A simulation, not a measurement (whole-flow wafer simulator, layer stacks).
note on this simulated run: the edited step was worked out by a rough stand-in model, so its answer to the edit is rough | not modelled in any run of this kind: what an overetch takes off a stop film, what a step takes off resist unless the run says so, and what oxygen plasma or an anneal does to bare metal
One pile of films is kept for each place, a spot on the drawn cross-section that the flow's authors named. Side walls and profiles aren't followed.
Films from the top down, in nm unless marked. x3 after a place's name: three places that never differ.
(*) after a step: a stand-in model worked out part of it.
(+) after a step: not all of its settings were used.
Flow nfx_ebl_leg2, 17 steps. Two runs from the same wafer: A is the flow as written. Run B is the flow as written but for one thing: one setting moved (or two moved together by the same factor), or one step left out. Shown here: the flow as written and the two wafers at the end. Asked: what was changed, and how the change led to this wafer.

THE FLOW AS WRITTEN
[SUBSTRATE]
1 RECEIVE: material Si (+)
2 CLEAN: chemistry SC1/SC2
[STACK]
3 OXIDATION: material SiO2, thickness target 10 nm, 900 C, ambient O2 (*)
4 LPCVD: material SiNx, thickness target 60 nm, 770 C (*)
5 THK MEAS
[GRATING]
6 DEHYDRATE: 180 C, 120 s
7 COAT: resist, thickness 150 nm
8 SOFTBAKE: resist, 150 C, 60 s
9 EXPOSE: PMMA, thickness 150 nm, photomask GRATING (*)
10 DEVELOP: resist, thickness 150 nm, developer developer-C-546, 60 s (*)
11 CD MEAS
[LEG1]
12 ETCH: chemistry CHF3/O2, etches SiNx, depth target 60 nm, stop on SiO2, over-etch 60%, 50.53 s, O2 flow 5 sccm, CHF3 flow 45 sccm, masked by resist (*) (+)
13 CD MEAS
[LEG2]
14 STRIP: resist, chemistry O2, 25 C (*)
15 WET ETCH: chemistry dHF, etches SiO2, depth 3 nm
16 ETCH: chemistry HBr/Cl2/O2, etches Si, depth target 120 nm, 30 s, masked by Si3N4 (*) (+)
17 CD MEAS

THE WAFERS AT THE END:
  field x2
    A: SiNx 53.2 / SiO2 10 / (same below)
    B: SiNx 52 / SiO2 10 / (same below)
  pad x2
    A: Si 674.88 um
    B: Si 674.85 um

The cause: step 16, ETCH: depth target 141 nm was run, where the flow has depth target 120 nm; step 16, ETCH: 35.2 s was run, where the flow has 30 s.

How the change led to this, step by step:
  16 ETCH: chemistry HBr/Cl2/O2, etches Si, depth target 120 nm, 30 s, masked by Si3N4 (*) (+)
      field x2: A SiNx -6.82 | B SiNx -8
      pad x2: A Si -120 | B Si -141
